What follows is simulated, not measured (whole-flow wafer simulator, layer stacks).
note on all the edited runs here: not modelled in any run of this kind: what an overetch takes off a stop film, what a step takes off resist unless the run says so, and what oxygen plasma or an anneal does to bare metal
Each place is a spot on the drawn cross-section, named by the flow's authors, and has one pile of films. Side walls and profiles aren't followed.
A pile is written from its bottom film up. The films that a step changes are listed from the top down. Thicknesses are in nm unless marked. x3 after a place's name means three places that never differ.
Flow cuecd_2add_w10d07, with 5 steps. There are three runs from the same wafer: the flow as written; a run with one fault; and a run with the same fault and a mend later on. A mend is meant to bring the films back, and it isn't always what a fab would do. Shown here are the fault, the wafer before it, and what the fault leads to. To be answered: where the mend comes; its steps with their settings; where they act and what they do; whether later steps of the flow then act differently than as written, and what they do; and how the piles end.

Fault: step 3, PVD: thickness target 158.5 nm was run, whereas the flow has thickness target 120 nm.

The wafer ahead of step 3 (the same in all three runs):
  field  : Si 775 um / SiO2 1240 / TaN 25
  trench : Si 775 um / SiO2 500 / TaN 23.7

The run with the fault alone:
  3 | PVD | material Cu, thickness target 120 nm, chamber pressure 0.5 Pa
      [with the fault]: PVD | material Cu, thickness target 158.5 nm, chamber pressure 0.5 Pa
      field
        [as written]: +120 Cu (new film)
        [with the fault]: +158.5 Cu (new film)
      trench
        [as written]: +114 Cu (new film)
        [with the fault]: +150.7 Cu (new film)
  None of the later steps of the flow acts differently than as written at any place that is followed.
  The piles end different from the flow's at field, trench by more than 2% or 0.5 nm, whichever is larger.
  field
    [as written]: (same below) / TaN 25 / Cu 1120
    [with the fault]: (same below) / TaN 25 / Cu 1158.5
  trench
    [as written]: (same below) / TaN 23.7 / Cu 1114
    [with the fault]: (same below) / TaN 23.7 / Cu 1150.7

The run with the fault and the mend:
  The mend stands after step 3.
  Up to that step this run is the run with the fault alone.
  3a | ETCH | chemistry cu recess dil, depth target 38.07 nm
      field, trench
        -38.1 Cu
  None of the later steps of the flow acts differently than as written at any place that is followed.
  The piles end only slightly different from the flow's at the places that both follow, by no more than 2% or 0.5 nm, whichever is larger.
